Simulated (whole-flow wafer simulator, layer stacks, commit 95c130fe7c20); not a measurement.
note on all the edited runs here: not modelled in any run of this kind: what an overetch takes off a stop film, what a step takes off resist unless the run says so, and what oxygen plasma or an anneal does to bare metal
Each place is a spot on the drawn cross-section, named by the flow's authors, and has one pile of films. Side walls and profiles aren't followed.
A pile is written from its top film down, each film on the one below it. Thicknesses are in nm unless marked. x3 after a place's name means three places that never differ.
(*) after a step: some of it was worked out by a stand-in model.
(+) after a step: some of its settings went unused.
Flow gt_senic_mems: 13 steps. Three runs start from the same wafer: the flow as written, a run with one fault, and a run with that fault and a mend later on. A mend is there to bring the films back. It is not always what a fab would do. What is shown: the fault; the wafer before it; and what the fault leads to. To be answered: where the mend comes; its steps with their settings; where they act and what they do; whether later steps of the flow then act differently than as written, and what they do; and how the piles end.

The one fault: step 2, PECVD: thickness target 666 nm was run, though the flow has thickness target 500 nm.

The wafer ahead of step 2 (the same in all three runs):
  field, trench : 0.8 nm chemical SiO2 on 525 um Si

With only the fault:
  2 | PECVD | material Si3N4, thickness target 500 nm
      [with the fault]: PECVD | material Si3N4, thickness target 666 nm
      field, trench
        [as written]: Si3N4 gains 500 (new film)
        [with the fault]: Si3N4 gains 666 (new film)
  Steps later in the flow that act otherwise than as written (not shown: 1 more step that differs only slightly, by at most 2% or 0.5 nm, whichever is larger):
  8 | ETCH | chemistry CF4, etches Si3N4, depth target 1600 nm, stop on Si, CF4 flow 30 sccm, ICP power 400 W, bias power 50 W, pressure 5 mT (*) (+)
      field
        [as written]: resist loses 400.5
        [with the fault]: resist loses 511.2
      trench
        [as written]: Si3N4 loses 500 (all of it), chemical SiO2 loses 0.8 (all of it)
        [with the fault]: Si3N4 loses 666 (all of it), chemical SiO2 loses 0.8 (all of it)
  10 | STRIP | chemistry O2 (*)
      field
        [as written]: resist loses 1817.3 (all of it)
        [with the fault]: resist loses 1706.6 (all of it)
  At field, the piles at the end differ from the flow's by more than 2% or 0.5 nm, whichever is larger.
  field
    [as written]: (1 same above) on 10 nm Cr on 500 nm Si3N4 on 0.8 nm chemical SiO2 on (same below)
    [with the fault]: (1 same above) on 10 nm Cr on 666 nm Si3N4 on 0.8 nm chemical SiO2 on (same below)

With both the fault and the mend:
  After step 2 comes the mend.
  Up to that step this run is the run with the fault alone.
  2a | ETCH | chemistry h3po4, depth target 166 nm
      field, trench
        Si3N4 loses 166
  None of the later steps of the flow acts differently than as written at any place that is followed.
  By the end, the piles equal the flow's at every place that both follow.
